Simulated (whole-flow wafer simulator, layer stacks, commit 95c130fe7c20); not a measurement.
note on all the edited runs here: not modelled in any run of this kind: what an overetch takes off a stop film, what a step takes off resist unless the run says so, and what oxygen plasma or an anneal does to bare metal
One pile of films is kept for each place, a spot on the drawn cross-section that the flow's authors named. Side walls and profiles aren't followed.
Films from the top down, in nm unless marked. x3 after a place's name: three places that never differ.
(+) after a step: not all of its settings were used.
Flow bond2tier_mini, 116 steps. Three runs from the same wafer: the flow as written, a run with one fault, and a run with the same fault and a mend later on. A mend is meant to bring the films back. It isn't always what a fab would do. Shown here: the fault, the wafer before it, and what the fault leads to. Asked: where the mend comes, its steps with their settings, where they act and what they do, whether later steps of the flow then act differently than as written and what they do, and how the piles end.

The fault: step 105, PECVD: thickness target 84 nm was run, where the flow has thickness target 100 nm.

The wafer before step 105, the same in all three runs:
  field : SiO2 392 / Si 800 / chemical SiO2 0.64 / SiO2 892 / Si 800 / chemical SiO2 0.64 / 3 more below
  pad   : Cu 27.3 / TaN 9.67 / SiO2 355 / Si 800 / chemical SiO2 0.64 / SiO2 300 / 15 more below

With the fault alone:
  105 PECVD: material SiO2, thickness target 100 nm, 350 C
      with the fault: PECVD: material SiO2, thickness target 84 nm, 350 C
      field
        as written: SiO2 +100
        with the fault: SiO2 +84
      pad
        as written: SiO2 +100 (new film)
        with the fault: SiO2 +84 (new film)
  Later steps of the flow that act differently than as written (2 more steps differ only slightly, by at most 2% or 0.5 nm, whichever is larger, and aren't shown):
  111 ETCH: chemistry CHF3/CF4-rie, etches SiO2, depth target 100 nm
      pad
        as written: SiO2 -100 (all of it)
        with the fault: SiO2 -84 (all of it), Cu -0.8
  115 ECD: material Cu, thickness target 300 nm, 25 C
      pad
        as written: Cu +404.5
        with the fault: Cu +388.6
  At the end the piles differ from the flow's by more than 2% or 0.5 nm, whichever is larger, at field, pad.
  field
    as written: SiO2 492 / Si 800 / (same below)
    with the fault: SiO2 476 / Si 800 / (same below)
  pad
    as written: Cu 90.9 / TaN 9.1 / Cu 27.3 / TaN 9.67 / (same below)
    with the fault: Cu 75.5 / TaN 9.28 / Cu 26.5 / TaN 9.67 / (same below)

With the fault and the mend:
  The mend comes after step 110.
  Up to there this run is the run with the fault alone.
  110a STRIP: chemistry O2, over-ash 100% (+)
      field
        KrF resist -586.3 (all of it)
  110b PECVD: material SiO2, thickness target 16 nm, 350 C (the flow's step 105 once more, with other settings)
      field, pad
        SiO2 +16
  110c COAT: KrF resist, thickness 600 nm (the flow's step 106 once more)
      field, pad
        KrF resist +600 (new film)
  110d SOFTBAKE: KrF resist (the flow's step 107 once more)
      changes no film at any place that is followed
  110e EXPOSE: photomask T3PAD, NA 0.6 (the flow's step 108 once more)
      changes no film at any place that is followed
  110f PEB: KrF resist (the flow's step 109 once more)
      changes no film at any place that is followed
  110g DEVELOP: developer TMAH-0.26N, 60 s (the flow's step 110 once more)
      field
        KrF resist -13.7
      pad
        KrF resist -600 (all of it)
  No later step of the flow acts differently than as written at any place that is followed.
  At the end the piles are the same as the flow's at every place that both follow.
